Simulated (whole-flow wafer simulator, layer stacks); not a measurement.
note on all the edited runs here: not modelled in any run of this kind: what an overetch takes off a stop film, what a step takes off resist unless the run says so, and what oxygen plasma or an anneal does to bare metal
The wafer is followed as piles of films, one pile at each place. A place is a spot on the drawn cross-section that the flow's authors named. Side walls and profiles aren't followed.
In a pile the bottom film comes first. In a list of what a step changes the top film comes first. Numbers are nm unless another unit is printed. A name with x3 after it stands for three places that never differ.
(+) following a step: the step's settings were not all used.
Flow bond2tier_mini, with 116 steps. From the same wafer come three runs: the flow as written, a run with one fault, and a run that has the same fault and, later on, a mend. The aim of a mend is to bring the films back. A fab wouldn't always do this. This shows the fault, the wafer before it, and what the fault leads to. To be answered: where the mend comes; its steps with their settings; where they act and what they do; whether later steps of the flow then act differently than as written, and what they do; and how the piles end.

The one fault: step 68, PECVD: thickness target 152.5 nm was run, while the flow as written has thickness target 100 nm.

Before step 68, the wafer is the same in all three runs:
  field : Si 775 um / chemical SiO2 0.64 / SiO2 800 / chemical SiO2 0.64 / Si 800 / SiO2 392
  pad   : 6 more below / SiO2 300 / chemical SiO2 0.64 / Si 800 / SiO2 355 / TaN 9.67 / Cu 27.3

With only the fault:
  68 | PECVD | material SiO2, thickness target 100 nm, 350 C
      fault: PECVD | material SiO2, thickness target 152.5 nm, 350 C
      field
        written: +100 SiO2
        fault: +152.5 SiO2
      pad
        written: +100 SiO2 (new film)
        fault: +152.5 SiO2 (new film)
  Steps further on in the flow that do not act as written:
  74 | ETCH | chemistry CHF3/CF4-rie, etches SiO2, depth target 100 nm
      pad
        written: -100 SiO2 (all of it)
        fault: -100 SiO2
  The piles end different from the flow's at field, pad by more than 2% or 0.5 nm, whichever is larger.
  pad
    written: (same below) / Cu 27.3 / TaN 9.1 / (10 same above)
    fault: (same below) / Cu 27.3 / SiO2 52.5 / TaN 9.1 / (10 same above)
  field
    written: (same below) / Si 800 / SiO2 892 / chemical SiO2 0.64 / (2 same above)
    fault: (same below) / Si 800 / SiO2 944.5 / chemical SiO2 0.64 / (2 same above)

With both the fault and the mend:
  After step 73 comes the mend.
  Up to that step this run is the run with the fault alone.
  73a | STRIP | chemistry O2, over-ash 100% (+)
      field
        -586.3 KrF resist (all of it)
  73b | ETCH | chemistry CHF3/CF4-rie, etches SiO2, depth target 52.5 nm (a further turn of the flow's step 62, with different settings)
      field, pad
        -52.5 SiO2
  73c | COAT | KrF resist, thickness 600 nm (a further turn of the flow's step 69)
      field, pad
        +600 KrF resist (new film)
  73d | SOFTBAKE | KrF resist (a further turn of the flow's step 70)
      leaves every film unchanged at each place that is followed
  73e | EXPOSE | photomask T2PAD, NA 0.6 (a further turn of the flow's step 71)
      leaves every film unchanged at each place that is followed
  73f | PEB | KrF resist (a further turn of the flow's step 72)
      leaves every film unchanged at each place that is followed
  73g | DEVELOP | developer TMAH-0.26N, 60 s (a further turn of the flow's step 73)
      field
        -13.7 KrF resist
      pad
        -600 KrF resist (all of it)
  None of the later steps of the flow acts differently than as written at any place that is followed.
  By the end, the piles equal the flow's at every place that both follow.
